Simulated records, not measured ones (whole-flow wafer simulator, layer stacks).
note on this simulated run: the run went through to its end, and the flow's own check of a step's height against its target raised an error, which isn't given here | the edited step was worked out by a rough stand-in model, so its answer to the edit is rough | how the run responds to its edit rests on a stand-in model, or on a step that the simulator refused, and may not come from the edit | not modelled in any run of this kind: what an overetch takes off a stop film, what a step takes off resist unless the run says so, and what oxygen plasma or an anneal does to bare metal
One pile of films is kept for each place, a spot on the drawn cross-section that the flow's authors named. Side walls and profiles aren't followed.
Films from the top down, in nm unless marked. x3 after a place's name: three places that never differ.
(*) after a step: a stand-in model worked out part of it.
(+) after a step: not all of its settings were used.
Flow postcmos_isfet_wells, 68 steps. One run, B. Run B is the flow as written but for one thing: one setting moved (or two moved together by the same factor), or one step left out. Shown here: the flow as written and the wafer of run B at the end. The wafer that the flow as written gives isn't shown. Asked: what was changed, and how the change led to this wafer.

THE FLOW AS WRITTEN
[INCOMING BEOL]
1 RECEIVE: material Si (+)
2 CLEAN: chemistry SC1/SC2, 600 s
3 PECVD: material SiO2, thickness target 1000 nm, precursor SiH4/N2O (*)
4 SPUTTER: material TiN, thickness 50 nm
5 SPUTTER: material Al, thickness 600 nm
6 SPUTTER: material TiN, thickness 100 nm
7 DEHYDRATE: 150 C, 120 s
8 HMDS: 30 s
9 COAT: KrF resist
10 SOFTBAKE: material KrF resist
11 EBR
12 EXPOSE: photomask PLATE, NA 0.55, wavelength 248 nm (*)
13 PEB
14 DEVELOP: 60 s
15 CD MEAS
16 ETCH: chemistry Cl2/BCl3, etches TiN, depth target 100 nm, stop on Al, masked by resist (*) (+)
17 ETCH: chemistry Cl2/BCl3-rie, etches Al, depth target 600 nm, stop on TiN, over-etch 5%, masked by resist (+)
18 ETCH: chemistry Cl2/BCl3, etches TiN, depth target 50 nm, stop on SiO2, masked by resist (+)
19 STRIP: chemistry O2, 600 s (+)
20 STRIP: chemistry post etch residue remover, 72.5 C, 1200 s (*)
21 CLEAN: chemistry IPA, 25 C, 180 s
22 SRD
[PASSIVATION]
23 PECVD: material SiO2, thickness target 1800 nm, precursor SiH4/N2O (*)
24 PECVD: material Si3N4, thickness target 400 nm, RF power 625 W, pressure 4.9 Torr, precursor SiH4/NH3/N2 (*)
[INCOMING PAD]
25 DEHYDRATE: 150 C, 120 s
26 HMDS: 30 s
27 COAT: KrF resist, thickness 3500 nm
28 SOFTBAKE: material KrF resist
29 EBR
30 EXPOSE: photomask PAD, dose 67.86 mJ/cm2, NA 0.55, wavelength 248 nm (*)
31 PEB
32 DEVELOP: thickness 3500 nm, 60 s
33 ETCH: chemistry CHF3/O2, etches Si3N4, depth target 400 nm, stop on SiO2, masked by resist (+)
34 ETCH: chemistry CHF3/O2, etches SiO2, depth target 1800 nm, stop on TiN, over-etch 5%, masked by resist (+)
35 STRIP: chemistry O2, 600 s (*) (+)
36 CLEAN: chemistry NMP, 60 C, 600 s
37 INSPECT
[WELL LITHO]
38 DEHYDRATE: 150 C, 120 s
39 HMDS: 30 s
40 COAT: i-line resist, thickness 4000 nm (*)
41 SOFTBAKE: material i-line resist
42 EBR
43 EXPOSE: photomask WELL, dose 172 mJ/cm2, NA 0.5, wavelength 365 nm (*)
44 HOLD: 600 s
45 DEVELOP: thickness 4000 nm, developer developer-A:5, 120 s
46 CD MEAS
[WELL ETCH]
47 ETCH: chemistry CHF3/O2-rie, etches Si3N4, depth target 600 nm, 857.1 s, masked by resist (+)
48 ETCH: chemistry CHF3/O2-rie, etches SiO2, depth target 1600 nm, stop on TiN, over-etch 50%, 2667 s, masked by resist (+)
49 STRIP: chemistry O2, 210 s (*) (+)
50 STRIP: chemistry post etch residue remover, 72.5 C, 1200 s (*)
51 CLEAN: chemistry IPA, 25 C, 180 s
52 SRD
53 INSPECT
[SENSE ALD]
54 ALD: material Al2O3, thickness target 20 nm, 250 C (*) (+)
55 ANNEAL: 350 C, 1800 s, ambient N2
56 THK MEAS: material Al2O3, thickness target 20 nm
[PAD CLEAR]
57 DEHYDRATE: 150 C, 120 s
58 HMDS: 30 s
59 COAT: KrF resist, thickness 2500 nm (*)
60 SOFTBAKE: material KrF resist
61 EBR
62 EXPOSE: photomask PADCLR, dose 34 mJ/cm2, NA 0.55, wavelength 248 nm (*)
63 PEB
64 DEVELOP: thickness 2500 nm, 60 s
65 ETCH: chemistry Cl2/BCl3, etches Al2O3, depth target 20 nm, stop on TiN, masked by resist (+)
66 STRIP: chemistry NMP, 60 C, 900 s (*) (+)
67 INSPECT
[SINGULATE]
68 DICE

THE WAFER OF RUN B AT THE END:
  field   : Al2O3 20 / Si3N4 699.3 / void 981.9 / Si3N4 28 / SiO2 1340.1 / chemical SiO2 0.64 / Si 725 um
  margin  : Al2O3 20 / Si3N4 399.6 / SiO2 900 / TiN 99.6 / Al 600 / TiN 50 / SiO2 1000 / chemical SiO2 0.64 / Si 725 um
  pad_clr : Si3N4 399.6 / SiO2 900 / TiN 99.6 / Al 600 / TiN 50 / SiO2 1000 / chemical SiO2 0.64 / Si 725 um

The cause: step 23, PECVD: thickness target 900 nm was run, where the flow has thickness target 1800 nm.
It can be read off the wafer: margin has SiO2 900, and step 23 as written asks for 1800 nm.

How the change led to this, step by step:
  23 PECVD: material SiO2, thickness target 1800 nm, precursor SiH4/N2O (*)
      field: SiO2 +340.1 (as written it would be: SiO2 +1800 (new film), void +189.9 (new film), SiO2 +559.7)
      margin, well900, well1300 x3, pad_rim, pad_clr, pad_open: SiO2 +900 (new film) (as written it would be: SiO2 +1800 (new film))
  24 PECVD: material Si3N4, thickness target 400 nm, RF power 625 W, pressure 4.9 Torr, precursor SiH4/NH3/N2 (*)
      field: Si3N4 +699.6 (new film), void +981.9 (new film), Si3N4 +28 (new film) (as written it would be: Si3N4 +400 (new film))
  34 ETCH: chemistry CHF3/O2, etches SiO2, depth target 1800 nm, stop on TiN, over-etch 5%, masked by resist (+)
      field, margin, well900, well1300 x3, pad_rim, pad_clr: KrF resist -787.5 (as written it would be: KrF resist -1500)
      pad_open: SiO2 -900 (all of it) (as written it would be: SiO2 -1800 (all of it))
  35 STRIP: chemistry O2, 600 s (*) (+)
      field, margin, well900, well1300 x3, pad_rim, pad_clr: KrF resist -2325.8 (all of it) (as written it would be: KrF resist -1613.3 (all of it))
  40 COAT: i-line resist, thickness 4000 nm (*)
      pad_clr: i-line resist +3545.4 (new film) (as written it would be: i-line resist +3256.8 (new film))
      pad_open: i-line resist +4479.6 (new film) (as written it would be: i-line resist +4804.7 (new film))
  41 SOFTBAKE: material i-line resist
      pad_clr: i-line resist -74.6 (as written it would be: i-line resist -156.7)
      pad_open: i-line resist +72.2 (as written it would be: i-line resist +115.3)
  48 ETCH: chemistry CHF3/O2-rie, etches SiO2, depth target 1600 nm, stop on TiN, over-etch 50%, 2667 s, masked by resist (+)
      well900, well1300 x3: SiO2 -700 (all of it) (as written it would be: SiO2 -1600 (all of it))
  49 STRIP: chemistry O2, 210 s (*) (+)
      pad_clr: i-line resist -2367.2 (all of it) (as written it would be: i-line resist -1996.5 (all of it))
      pad_open: i-line resist -3448.2 (all of it) (as written it would be: i-line resist -3816.3 (all of it))
  59 COAT: KrF resist, thickness 2500 nm (*)
      field: KrF resist +1878.9 (new film) (as written it would be: KrF resist +1449 (new film))
      margin: KrF resist +1878.9 (new film) (as written it would be: KrF resist +1448.9 (new film))
      (and at 3 more places)
  60 SOFTBAKE: material KrF resist
      pad_clr: KrF resist -2.4 (as written it would be: KrF resist -3.77)
  63 PEB
      field, margin: KrF resist -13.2 (as written it would be: KrF resist -10.1)
      pad_rim: KrF resist -15.4 (as written it would be: KrF resist -13.9)
      (and at 2 more places)
  64 DEVELOP: thickness 2500 nm, 60 s
      pad_clr: KrF resist -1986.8 (all of it) (as written it would be: KrF resist -1676 (all of it))
      pad_open: KrF resist -2816.8 (all of it) (as written it would be: KrF resist -3045.1 (all of it))
  66 STRIP: chemistry NMP, 60 C, 900 s (*) (+)
      field, margin: KrF resist -1827 (all of it) (as written it would be: KrF resist -1400.1 (all of it))
      pad_rim: KrF resist -2130.6 (all of it) (as written it would be: KrF resist -1923.7 (all of it))
